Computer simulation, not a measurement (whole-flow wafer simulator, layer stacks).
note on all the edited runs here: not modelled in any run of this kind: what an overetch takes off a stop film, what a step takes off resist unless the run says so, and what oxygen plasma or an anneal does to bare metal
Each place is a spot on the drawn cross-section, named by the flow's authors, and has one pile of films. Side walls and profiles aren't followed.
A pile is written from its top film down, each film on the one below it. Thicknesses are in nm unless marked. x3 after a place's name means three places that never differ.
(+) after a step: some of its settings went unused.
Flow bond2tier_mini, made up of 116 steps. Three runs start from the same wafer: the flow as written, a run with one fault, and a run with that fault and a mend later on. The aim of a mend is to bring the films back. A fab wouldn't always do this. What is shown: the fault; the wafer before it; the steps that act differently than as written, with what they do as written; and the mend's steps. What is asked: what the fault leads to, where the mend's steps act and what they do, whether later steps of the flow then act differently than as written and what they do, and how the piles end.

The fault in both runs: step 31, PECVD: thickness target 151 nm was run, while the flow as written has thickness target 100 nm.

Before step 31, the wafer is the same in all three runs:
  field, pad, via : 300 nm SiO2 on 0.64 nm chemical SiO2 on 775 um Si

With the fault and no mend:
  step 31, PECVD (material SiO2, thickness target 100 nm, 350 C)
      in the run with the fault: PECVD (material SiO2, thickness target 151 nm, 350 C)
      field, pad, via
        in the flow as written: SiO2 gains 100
        in the run with the fault: SiO2 gains 151
  None of the later steps of the flow acts differently than as written at any place that is followed.
  At field, pad, the piles at the end differ from the flow's by more than 2% or 0.5 nm, whichever is larger.
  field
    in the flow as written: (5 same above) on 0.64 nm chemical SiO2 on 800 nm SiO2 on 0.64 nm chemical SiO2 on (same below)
    in the run with the fault: (5 same above) on 0.64 nm chemical SiO2 on 851 nm SiO2 on 0.64 nm chemical SiO2 on (same below)
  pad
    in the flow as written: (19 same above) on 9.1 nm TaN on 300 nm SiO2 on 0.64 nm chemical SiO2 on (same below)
    in the run with the fault: (19 same above) on 9.1 nm TaN on 351 nm SiO2 on 0.64 nm chemical SiO2 on (same below)

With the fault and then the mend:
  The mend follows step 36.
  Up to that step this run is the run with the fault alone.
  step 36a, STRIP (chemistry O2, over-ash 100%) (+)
      field
        KrF resist loses 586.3 (all of it)
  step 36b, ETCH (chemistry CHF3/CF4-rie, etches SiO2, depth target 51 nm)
      field, pad, via
        SiO2 loses 51
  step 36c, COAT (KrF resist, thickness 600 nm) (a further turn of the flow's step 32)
      field, pad, via
        KrF resist gains 600 (new film)
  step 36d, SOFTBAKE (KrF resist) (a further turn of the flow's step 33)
      leaves every film unchanged at each place that is followed
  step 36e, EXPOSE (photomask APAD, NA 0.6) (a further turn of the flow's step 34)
      leaves every film unchanged at each place that is followed
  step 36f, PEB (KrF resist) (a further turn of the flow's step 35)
      leaves every film unchanged at each place that is followed
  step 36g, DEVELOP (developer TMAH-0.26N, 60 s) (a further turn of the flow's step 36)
      pad, via
        KrF resist loses 600 (all of it)
      field
        KrF resist loses 13.7
  None of the later steps of the flow acts differently than as written at any place that is followed.
  By the end, the piles equal the flow's at every place that both follow.
